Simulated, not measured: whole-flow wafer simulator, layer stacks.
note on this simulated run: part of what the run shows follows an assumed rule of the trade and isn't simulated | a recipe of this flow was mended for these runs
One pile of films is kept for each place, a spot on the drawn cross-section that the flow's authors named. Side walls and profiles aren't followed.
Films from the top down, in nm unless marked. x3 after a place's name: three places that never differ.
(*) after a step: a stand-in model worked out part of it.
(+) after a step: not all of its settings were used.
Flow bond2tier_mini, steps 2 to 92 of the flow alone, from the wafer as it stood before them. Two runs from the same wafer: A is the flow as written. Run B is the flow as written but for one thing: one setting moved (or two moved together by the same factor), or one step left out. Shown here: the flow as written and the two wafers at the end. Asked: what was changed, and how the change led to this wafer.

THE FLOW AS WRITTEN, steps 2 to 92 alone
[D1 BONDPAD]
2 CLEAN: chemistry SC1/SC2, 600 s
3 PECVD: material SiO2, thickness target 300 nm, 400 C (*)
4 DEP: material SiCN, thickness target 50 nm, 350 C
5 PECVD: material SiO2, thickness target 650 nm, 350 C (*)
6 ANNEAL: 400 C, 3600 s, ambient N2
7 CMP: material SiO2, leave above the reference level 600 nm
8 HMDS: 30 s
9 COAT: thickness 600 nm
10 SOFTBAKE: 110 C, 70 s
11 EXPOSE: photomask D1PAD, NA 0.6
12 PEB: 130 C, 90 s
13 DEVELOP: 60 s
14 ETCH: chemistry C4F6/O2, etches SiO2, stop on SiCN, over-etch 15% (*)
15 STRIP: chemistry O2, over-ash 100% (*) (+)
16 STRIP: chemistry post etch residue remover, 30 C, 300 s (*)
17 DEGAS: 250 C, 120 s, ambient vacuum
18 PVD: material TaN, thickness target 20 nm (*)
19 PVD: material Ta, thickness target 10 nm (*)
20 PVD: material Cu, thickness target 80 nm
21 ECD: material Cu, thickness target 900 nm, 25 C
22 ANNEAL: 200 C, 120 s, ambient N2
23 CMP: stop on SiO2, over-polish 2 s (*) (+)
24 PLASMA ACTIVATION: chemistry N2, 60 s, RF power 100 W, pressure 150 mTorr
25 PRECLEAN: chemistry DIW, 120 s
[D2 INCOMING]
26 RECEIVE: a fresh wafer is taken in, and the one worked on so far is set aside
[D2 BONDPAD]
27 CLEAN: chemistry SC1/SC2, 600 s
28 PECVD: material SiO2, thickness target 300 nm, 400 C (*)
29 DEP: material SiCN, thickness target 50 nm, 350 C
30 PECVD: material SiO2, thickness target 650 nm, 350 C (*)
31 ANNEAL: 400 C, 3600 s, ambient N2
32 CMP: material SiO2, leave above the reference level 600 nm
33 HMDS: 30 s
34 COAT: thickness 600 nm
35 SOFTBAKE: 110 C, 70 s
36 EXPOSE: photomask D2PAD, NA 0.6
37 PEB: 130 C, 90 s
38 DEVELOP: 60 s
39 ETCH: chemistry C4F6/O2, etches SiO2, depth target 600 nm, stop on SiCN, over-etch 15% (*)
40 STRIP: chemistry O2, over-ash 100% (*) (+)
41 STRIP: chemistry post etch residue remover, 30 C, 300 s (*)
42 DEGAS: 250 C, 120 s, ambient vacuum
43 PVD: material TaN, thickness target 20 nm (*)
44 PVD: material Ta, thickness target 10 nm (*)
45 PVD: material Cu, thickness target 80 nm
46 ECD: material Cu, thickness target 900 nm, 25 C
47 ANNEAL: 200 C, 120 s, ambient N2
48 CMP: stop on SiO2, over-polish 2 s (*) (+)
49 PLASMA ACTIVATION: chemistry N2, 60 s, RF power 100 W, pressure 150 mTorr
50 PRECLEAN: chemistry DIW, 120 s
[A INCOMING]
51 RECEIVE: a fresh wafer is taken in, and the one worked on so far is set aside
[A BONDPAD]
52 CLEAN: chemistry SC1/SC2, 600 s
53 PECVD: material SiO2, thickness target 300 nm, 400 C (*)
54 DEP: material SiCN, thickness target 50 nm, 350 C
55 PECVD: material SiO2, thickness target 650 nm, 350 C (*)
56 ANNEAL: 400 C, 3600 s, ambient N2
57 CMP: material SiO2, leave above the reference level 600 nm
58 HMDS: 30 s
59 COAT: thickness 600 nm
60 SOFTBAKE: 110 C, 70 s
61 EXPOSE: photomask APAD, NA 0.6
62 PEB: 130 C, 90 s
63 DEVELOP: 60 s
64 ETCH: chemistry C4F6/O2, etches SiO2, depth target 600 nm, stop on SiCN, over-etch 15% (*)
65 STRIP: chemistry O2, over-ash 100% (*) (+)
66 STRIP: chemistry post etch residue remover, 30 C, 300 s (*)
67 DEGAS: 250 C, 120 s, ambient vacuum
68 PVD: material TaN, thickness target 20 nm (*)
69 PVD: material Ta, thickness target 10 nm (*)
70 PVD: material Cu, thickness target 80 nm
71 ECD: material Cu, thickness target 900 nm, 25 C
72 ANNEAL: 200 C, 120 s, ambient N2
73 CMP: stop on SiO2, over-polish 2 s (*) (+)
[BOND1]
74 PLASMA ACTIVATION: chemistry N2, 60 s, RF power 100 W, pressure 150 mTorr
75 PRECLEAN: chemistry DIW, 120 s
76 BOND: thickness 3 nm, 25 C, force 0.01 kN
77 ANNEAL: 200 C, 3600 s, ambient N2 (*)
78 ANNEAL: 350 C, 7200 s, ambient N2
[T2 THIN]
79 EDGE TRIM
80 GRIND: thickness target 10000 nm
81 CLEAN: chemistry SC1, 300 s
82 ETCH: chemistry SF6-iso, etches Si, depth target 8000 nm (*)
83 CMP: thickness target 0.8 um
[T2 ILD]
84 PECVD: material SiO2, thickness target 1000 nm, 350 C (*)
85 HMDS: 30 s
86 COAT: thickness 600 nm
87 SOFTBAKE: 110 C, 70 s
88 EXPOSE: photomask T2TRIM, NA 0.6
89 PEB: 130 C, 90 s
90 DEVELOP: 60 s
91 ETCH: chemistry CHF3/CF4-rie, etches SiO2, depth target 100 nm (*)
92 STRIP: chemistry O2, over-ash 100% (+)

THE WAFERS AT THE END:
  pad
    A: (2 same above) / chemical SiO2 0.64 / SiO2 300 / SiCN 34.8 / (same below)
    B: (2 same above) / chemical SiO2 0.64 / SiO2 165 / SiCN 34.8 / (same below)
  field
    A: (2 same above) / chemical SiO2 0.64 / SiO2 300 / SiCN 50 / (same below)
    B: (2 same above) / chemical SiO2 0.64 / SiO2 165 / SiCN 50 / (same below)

The cause: step 3, PECVD: thickness target 165 nm was run, where the flow has thickness target 300 nm.
It can be read off the wafer: pad has SiO2 165, and step 3 as written asks for 300 nm.

How the change led to this, step by step:
  3 PECVD: material SiO2, thickness target 300 nm, 400 C (*)
      field, pad, via: A SiO2 +300 (new film) | B SiO2 +165 (new film)
  76 BOND: thickness 3 nm, 25 C, force 0.01 kN
      field: A Si +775 um (new film), chemical SiO2 +0.64 (new film), SiO2 +300 (new film), SiCN +50 (new film), SiO2 +600 | B Si +775 um (new film), chemical SiO2 +0.64 (new film), SiO2 +165 (new film), SiCN +50 (new film), SiO2 +600
      pad: A Si +775 um (new film), chemical SiO2 +0.64 (new film), SiO2 +300 (new film), SiCN +34.8 (new film), TaN +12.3 (new film), Ta +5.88 (new film), Cu +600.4 | B Si +775 um (new film), chemical SiO2 +0.64 (new film), SiO2 +165 (new film), SiCN +34.8 (new film), TaN +12.3 (new film), Ta +5.88 (new film), Cu +600.4
      (and at 1 more place)
